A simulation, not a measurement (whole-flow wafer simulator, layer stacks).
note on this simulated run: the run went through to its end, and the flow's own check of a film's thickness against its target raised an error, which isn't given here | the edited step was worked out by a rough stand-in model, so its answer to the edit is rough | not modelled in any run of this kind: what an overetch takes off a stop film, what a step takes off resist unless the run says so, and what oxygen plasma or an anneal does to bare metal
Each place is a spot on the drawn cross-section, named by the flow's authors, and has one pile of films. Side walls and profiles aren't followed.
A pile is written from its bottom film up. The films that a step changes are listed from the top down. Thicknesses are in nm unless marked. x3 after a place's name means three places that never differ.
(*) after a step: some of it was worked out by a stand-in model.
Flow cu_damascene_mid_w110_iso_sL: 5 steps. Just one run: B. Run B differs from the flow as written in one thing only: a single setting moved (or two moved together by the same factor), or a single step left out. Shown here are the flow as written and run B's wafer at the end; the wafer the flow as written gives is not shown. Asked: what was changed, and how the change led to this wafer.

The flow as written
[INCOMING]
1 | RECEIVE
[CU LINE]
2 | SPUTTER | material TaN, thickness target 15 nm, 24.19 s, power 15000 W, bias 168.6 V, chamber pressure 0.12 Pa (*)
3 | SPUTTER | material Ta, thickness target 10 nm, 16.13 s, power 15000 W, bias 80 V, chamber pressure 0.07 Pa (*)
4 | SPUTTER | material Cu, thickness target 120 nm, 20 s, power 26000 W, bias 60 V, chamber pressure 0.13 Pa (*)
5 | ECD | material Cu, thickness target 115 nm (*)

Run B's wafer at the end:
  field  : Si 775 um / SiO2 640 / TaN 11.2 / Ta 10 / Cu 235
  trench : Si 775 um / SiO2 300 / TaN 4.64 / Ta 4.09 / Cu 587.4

What caused this: step 2, SPUTTER: power 11180 W was run, whereas the flow has power 15000 W.

How this came from the change, step by step:
  2 | SPUTTER | material TaN, thickness target 15 nm, 24.19 s, power 15000 W, bias 168.6 V, chamber pressure 0.12 Pa (*)
      field: TaN gains 11.2 (new film) (it would be, as written: TaN gains 15 (new film))
      trench: TaN gains 4.64 (new film) (it would be, as written: TaN gains 6.23 (new film))
